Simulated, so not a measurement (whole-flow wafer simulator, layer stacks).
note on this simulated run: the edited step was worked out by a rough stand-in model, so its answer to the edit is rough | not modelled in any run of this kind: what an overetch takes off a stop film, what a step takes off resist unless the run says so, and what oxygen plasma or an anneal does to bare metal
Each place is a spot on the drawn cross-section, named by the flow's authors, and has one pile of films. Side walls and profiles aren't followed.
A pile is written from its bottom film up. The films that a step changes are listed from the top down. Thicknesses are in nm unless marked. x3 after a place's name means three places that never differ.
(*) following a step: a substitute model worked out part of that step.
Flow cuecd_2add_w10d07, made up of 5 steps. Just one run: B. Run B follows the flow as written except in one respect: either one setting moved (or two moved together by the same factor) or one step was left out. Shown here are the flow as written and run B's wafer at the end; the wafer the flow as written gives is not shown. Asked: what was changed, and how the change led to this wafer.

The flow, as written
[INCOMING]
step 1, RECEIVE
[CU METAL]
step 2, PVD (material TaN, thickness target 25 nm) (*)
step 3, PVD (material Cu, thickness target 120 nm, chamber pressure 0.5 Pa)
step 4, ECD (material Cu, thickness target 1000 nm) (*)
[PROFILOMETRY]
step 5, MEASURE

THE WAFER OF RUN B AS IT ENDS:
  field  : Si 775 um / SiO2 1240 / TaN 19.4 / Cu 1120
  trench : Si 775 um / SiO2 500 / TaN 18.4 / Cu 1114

The reason: step 2, PVD: thickness target 19.4 nm was run, while the flow as written has thickness target 25 nm.
The wafer itself shows it: field has TaN 19.4, and step 2 as written asks for 25 nm.

How this came from the change, step by step:
  step 2, PVD (material TaN, thickness target 25 nm) (*)
      field: +19.4 TaN (new film) (in the flow as written it would be: +25 TaN (new film))
      trench: +18.4 TaN (new film) (in the flow as written it would be: +23.7 TaN (new film))
